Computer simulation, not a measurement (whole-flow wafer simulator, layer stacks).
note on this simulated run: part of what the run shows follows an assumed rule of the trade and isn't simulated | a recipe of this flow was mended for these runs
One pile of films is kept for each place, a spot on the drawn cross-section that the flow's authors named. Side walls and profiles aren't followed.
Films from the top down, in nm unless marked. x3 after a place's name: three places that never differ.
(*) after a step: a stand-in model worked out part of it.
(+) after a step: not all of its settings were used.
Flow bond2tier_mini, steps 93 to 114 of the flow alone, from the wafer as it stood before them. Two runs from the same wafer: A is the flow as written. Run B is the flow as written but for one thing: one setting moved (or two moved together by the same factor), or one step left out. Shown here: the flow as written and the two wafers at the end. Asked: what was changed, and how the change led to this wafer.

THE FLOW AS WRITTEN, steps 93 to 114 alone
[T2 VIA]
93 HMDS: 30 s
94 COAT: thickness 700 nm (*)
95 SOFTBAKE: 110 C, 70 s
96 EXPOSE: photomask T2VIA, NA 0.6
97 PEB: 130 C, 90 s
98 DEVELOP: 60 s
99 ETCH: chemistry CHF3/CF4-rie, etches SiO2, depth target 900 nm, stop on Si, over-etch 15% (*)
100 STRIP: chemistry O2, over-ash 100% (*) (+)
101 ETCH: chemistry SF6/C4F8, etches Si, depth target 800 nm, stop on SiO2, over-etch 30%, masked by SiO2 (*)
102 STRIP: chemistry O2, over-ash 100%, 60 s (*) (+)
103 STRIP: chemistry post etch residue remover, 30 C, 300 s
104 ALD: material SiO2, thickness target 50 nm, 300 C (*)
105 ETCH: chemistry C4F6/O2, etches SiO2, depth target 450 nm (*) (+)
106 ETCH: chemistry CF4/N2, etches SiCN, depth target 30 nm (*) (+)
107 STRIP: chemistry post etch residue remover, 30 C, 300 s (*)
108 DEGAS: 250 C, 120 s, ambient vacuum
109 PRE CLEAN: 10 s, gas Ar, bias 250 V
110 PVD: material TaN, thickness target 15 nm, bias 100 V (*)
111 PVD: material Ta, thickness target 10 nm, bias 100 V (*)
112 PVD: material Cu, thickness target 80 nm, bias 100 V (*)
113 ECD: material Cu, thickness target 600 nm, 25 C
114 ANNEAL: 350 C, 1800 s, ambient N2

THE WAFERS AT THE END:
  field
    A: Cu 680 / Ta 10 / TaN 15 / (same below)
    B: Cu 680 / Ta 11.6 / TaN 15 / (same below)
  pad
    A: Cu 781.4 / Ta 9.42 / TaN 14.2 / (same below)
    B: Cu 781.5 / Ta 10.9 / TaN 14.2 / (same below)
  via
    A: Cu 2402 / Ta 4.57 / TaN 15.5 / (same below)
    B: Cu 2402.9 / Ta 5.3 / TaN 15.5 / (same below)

The cause: step 111, PVD: thickness target 11.6 nm was run, where the flow has thickness target 10 nm.
It can be read off the wafer: field has Ta 11.6, and step 111 as written asks for 10 nm.

How the change led to this, step by step:
  111 PVD: material Ta, thickness target 10 nm, bias 100 V (*)
      field: A Ta +10 (new film) | B Ta +11.6 (new film)
      pad: A Ta +9.42 (new film) | B Ta +10.9 (new film)
      (and at 1 more place)
